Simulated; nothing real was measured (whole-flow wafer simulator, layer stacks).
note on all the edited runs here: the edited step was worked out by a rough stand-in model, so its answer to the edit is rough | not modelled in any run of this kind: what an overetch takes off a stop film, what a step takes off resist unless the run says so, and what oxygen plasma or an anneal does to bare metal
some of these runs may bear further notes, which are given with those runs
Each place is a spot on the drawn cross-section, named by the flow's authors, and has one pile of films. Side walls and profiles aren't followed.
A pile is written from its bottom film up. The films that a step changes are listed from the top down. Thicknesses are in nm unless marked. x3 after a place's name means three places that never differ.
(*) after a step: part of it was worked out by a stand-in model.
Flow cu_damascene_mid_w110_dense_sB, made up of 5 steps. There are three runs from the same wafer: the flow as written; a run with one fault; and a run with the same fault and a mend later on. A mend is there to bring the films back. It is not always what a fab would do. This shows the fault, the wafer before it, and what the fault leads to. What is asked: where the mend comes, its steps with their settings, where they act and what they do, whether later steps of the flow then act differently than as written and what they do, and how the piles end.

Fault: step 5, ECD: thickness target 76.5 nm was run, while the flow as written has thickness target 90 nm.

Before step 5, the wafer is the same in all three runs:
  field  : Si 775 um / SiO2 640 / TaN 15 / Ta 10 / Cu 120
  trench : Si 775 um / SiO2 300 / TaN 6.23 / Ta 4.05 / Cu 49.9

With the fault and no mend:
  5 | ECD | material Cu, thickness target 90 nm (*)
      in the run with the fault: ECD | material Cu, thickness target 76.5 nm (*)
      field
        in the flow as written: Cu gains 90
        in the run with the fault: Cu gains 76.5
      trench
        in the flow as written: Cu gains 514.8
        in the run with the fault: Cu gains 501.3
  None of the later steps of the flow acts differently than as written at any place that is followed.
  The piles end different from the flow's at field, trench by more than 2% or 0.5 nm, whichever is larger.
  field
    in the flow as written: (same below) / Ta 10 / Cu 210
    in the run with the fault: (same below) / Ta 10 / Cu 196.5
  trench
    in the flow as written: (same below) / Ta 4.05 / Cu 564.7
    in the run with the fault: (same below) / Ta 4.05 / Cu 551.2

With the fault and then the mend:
  The mend stands after step 5.
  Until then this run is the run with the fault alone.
  5a | ECD | material Cu, thickness target 13.5 nm (the flow's step 5, run once more with other settings)
      field, trench
        Cu gains 13.5
  None of the later steps of the flow acts differently than as written at any place that is followed.
  By the end, the piles equal the flow's at every place that both follow.
